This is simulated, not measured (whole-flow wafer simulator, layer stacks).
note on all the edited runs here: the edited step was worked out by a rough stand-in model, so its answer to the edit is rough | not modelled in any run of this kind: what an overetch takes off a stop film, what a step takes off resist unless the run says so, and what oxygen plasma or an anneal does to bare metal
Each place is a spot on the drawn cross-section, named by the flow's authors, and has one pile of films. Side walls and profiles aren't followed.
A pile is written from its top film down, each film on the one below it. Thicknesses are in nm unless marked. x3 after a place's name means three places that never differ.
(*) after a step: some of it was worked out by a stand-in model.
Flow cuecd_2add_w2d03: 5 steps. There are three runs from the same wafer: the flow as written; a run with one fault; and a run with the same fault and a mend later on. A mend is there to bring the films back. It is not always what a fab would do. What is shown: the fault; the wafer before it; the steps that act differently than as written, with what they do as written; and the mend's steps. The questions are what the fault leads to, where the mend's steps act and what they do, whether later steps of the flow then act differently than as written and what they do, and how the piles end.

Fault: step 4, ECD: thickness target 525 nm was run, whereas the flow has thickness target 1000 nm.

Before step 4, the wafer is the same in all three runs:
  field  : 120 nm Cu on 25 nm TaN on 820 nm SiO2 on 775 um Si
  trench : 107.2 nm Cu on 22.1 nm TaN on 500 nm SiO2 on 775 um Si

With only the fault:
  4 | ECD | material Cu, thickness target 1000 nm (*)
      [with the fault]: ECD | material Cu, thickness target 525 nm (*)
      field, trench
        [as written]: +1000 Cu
        [with the fault]: +525 Cu
  Later steps of the flow that are run all act as written at every place that is followed.
  The piles end different from the flow's at field, trench by more than 2% or 0.5 nm, whichever is larger.
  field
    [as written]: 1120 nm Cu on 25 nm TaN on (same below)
    [with the fault]: 645 nm Cu on 25 nm TaN on (same below)
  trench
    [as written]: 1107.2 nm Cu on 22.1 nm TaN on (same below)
    [with the fault]: 632.2 nm Cu on 22.1 nm TaN on (same below)

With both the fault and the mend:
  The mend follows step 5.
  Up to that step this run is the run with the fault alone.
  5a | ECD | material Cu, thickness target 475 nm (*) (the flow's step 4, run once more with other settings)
      field, trench
        +475 Cu
  Later steps of the flow that are run all act as written at every place that is followed.
  By the end, the piles equal the flow's at every place that both follow.
